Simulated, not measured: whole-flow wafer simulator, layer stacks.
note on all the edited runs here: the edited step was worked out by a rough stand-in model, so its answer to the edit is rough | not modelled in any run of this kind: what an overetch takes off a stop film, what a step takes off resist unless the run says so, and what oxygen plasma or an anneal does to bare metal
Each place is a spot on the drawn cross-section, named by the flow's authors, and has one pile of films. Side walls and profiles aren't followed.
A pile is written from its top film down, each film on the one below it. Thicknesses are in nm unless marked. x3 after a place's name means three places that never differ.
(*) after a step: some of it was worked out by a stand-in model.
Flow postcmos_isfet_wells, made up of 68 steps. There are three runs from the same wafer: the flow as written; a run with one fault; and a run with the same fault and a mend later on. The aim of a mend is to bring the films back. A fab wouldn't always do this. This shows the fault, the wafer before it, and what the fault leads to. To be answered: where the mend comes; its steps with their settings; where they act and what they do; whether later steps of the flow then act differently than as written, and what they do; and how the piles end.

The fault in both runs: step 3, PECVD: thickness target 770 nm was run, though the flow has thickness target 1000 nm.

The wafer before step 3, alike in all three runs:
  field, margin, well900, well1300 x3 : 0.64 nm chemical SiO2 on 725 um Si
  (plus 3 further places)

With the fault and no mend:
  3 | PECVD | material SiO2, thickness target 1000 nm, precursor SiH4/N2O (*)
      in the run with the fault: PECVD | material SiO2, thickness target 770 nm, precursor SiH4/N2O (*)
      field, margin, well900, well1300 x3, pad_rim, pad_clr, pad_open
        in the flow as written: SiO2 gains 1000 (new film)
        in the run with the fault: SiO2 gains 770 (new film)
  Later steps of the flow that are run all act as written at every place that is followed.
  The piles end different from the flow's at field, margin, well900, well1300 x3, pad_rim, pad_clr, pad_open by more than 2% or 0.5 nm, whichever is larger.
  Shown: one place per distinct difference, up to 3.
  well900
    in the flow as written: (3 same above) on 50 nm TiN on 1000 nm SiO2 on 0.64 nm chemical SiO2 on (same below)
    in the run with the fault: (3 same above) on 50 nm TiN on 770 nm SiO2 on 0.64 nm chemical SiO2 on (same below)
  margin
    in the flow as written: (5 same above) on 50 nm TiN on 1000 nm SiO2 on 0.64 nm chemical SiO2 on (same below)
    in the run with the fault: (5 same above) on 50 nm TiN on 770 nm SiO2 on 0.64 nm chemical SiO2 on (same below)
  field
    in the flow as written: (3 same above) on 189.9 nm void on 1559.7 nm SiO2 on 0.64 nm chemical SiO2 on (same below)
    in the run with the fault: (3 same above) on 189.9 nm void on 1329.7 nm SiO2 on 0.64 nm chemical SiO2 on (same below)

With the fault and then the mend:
  The mend stands after step 3.
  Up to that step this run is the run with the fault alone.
  3a | PECVD | material SiO2, thickness target 230 nm, precursor SiH4/N2O (*) (a further turn of the flow's step 3, with different settings)
      field, margin, well900, well1300 x3, pad_rim, pad_clr, pad_open
        SiO2 gains 230
  Later steps of the flow that are run all act as written at every place that is followed.
  At every place that both follow, the piles at the end match the flow's.
